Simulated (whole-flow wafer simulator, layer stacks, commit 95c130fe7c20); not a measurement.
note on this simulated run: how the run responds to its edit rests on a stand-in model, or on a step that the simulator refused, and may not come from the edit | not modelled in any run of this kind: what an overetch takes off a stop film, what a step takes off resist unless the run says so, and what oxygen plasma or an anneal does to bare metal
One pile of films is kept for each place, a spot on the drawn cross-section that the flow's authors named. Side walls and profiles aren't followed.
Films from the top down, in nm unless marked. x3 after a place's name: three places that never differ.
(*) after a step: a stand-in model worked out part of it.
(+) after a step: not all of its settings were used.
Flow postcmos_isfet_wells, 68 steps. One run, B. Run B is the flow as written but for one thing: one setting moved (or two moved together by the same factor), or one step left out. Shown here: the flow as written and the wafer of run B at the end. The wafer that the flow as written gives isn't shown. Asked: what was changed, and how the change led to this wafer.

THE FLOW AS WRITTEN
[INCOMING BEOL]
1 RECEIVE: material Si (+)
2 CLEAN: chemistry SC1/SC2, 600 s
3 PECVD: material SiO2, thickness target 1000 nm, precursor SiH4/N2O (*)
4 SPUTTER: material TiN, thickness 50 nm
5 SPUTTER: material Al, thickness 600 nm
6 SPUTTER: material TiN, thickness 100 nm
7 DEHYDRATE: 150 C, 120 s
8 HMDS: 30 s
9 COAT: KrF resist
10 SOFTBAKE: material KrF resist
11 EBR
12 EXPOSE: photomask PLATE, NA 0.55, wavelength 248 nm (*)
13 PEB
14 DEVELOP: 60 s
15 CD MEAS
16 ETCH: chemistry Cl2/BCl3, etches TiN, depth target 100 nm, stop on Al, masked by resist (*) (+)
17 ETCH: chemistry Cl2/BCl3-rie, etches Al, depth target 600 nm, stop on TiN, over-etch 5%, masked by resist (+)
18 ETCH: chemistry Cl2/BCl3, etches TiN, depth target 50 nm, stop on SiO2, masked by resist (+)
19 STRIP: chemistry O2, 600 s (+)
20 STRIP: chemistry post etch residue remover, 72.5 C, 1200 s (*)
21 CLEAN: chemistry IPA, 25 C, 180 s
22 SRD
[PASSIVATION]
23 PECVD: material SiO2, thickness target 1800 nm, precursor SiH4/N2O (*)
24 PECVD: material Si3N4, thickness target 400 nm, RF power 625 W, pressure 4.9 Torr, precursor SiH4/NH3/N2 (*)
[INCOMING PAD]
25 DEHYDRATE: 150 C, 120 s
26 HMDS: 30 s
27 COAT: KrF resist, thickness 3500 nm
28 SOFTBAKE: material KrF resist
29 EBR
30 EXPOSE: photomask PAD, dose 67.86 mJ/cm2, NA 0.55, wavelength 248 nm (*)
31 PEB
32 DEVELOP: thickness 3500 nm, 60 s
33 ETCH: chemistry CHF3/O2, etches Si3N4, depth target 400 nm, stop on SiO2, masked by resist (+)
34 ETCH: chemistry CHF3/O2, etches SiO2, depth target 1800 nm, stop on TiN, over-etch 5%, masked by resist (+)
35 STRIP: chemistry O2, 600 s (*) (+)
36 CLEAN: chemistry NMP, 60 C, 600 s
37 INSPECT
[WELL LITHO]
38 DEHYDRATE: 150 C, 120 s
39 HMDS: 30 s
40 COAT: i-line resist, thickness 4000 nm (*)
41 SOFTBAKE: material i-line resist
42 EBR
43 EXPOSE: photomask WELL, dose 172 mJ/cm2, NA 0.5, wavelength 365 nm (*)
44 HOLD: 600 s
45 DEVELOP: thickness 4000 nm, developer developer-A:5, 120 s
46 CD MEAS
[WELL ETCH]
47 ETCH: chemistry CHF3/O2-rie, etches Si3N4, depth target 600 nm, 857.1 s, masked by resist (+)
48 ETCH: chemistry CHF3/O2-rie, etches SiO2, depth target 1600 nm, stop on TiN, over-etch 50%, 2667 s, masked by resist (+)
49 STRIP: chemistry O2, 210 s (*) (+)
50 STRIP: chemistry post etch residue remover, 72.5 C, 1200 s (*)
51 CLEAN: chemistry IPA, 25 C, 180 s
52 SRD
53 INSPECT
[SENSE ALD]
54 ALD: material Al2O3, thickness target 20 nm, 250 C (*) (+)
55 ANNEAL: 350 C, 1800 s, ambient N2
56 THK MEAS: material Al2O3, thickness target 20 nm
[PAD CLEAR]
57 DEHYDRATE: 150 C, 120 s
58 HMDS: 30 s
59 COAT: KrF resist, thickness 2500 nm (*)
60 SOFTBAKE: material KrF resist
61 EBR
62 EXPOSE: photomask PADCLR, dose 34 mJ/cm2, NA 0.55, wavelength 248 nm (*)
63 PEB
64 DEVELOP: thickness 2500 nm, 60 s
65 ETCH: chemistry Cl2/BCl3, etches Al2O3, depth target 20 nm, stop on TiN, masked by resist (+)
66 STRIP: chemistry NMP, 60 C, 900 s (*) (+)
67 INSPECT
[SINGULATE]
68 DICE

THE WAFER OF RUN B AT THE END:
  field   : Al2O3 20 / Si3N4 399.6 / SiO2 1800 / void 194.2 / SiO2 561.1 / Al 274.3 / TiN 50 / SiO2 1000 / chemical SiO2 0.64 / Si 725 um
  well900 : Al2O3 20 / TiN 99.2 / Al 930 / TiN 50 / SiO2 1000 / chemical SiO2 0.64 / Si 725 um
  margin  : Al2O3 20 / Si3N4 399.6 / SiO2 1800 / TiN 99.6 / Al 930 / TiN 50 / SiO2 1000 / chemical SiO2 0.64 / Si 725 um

The cause: step 5, SPUTTER: thickness 930 nm was run, where the flow has thickness 600 nm.
It can be read off the wafer: well900 has Al 930, and step 5 as written asks for 600 nm.

How the change led to this, step by step:
  5 SPUTTER: material Al, thickness 600 nm
      field, margin, well900, well1300 x3, pad_rim, pad_clr, pad_open: Al +930 (new film) (as written it would be: Al +600 (new film))
  17 ETCH: chemistry Cl2/BCl3-rie, etches Al, depth target 600 nm, stop on TiN, over-etch 5%, masked by resist (+)
      field: Al -600 (as written it would be: Al -600 (all of it))
  18 ETCH: chemistry Cl2/BCl3, etches TiN, depth target 50 nm, stop on SiO2, masked by resist (+)
      field: Al -50 (as written it would be: TiN -50 (all of it))
  20 STRIP: chemistry post etch residue remover, 72.5 C, 1200 s (*)
      field: Al -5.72 (as written it would be: nothing)
  23 PECVD: material SiO2, thickness target 1800 nm, precursor SiH4/N2O (*)
      field: SiO2 +1800 (new film), void +194.2 (new film), SiO2 +561.1 (new film) (as written it would be: SiO2 +1800 (new film), void +189.9 (new film), SiO2 +559.7)
Counting metal films that touch as one body, field has 1 body; the flow as written gives 0 bodies.
